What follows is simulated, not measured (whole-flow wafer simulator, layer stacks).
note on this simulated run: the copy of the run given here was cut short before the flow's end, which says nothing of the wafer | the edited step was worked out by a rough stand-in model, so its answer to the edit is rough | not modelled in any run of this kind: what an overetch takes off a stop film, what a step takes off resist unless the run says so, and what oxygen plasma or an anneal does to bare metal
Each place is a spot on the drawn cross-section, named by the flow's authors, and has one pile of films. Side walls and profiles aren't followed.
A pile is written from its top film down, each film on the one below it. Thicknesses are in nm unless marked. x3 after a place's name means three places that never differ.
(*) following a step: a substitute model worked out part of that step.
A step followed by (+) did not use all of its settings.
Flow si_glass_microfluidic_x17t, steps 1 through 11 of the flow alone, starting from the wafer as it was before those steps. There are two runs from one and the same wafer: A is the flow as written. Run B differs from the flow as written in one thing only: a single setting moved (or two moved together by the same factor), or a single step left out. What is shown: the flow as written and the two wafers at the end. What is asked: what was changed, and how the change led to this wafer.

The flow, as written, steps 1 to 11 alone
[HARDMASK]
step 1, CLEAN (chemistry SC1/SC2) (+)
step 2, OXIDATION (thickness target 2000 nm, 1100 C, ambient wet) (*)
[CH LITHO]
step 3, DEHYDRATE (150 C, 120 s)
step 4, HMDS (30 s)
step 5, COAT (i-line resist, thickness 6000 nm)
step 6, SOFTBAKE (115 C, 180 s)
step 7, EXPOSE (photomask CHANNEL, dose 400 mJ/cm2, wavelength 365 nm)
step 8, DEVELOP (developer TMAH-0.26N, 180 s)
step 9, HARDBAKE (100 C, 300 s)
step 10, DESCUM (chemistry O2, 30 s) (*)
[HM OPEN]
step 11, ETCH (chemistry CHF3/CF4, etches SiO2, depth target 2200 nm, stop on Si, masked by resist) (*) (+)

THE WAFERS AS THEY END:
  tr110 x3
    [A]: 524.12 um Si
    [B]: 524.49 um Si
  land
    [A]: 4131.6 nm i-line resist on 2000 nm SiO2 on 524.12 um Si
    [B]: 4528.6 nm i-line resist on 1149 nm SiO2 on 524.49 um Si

What caused this: step 2, OXIDATION: 962 C was run, though the flow has 1100 C.

How this came from the change, step by step:
  step 2, OXIDATION (thickness target 2000 nm, 1100 C, ambient wet) (*)
      land, tr110 x3: A +2000 SiO2 (new film), -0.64 chemical SiO2 (all of it), -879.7 Si | B +1149 SiO2 (new film), -0.64 chemical SiO2 (all of it), -505.3 Si
  step 11, ETCH (chemistry CHF3/CF4, etches SiO2, depth target 2200 nm, stop on Si, masked by resist) (*) (+)
      tr110 x3: A -2000 SiO2 (all of it) | B -1149 SiO2 (all of it)
      land: A -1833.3 i-line resist | B -1436.3 i-line resist
